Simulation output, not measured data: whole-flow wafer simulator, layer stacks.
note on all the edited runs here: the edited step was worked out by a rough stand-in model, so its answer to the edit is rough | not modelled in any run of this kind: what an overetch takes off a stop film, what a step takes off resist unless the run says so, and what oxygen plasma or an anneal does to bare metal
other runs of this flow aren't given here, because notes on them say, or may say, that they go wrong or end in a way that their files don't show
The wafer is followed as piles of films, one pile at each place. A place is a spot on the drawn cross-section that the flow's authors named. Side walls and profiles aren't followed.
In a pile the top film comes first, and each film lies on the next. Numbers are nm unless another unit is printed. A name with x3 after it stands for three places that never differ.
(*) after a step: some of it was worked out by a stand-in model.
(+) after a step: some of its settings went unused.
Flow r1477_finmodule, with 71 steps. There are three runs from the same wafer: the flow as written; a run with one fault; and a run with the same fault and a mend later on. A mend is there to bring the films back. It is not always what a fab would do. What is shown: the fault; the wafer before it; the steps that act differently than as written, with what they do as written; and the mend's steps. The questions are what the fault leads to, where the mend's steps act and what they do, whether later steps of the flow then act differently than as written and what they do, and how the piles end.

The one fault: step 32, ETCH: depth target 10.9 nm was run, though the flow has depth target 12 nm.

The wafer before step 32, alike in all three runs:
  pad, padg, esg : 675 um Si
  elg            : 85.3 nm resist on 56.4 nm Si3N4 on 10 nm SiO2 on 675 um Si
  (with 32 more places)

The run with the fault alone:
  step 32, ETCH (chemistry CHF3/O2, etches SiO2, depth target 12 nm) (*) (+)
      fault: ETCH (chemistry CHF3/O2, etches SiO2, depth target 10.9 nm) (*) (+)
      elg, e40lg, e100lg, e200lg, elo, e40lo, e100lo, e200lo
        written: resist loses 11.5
        fault: resist loses 10.4
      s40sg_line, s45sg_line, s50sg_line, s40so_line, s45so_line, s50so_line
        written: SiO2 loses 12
        fault: SiO2 loses 10.9
  Later steps of the flow that are run all act as written at every place that is followed, up to a difference of at most 2% or 0.5 nm, whichever is larger.
  When the end is reached, the piles differ only a little from the flow's at the places that both follow, at most by 2% or 0.5 nm, whichever is larger.

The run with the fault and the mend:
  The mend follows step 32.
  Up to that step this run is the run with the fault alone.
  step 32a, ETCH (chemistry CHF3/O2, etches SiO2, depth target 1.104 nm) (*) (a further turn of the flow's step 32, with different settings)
      pad, padg, e40sg and 11 more
        Si loses 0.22
      elg, e40lg, e100lg, e200lg, elo, e40lo, e100lo, e200lo
        resist loses 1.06
      s40sg_line, s45sg_line, s50sg_line, s40so_line, s45so_line, s50so_line
        SiO2 loses 1.1
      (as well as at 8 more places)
  Later steps of the flow that are run all act as written at every place that is followed, up to a difference of at most 2% or 0.5 nm, whichever is larger.
  When the end is reached, the piles differ only a little from the flow's at the places that both follow, at most by 2% or 0.5 nm, whichever is larger.
